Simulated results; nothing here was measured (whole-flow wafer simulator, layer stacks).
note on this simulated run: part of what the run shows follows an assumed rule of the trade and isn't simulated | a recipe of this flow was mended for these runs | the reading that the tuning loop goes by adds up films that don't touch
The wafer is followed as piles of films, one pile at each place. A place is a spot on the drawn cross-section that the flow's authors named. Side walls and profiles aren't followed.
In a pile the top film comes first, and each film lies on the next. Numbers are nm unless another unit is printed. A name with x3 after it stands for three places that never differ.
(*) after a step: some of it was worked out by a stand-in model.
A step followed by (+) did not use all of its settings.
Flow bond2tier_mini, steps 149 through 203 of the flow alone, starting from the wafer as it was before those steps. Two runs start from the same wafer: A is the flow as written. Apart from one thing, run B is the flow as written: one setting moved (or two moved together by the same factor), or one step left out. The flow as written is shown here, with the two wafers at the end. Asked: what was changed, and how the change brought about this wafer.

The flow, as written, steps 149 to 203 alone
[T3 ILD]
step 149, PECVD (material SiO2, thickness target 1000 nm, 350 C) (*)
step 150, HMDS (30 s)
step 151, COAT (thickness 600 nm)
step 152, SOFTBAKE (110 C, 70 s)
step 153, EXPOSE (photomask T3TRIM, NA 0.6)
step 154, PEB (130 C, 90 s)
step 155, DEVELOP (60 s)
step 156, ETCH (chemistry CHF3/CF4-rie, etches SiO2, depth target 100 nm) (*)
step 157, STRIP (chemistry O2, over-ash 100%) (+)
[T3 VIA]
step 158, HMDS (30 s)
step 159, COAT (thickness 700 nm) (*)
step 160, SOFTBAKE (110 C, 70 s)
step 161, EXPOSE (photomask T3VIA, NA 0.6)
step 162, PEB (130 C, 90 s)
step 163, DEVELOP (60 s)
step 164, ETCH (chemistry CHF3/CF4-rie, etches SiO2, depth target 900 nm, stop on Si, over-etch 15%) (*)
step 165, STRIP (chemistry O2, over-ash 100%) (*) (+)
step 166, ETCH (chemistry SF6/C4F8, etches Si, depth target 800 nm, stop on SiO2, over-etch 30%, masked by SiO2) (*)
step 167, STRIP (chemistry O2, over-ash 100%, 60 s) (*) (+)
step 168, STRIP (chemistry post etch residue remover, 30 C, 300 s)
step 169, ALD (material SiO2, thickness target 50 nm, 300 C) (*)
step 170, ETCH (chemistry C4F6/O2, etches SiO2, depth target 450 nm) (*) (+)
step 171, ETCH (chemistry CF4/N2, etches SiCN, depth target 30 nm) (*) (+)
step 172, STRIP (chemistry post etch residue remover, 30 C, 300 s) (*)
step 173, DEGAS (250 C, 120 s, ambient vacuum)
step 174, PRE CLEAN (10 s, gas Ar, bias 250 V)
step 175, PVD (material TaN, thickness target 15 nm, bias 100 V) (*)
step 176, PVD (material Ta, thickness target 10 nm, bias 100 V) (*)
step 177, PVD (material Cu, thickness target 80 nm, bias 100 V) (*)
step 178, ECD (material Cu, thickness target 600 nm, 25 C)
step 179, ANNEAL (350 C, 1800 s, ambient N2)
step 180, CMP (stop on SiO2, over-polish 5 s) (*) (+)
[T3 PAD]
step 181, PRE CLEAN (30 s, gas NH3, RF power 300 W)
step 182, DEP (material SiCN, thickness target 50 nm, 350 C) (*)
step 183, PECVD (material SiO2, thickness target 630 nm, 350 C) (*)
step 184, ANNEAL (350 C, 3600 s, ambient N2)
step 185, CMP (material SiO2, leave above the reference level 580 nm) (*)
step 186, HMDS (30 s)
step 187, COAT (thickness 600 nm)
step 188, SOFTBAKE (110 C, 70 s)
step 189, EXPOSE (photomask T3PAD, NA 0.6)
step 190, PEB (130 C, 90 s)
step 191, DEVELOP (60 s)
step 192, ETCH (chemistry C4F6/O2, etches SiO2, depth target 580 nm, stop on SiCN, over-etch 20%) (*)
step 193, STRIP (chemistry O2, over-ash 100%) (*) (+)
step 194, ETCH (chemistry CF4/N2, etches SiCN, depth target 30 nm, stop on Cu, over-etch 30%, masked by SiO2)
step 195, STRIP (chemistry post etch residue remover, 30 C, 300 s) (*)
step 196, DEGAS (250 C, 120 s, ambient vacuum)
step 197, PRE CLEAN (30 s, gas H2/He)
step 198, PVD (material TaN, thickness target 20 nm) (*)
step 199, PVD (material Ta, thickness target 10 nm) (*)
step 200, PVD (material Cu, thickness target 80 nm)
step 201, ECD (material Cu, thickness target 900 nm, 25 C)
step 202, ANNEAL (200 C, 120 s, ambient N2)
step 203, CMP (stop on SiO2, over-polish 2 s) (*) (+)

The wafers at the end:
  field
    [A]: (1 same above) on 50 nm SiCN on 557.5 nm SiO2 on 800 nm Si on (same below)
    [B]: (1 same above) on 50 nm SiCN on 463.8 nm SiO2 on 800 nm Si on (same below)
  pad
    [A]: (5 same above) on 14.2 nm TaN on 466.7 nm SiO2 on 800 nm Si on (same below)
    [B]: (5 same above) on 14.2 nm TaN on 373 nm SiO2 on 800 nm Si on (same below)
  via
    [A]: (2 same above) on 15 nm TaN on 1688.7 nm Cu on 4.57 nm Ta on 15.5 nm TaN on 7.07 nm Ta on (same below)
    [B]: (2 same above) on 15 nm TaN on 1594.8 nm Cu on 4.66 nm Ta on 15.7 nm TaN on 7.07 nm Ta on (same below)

The reason: step 149, PECVD: thickness target 906.2 nm was run, whereas the flow has thickness target 1000 nm.

How this came from the change, step by step:
  step 149, PECVD (material SiO2, thickness target 1000 nm, 350 C) (*)
      field, pad, via: A SiO2 gains 1000 (new film) | B SiO2 gains 906.2 (new film)
  step 164, ETCH (chemistry CHF3/CF4-rie, etches SiO2, depth target 900 nm, stop on Si, over-etch 15%) (*)
      field, pad: A thick-KrF-resist loses 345 | B thick-KrF-resist loses 309
      via: A SiO2 loses 900 (all of it), Si loses 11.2 | B SiO2 loses 806.2 (all of it), Si loses 19.1
  step 165, STRIP (chemistry O2, over-ash 100%) (*) (+)
      field: A thick-KrF-resist loses 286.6 (all of it) | B thick-KrF-resist loses 322.6 (all of it)
      pad: A thick-KrF-resist loses 372.9 (all of it) | B thick-KrF-resist loses 408.9 (all of it)
  step 177, PVD (material Cu, thickness target 80 nm, bias 100 V) (*)
      via: A Cu gains 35 (new film) | B Cu gains 35.8 (new film)
  step 178, ECD (material Cu, thickness target 600 nm, 25 C)
      via: A Cu gains 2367 | B Cu gains 2272.3
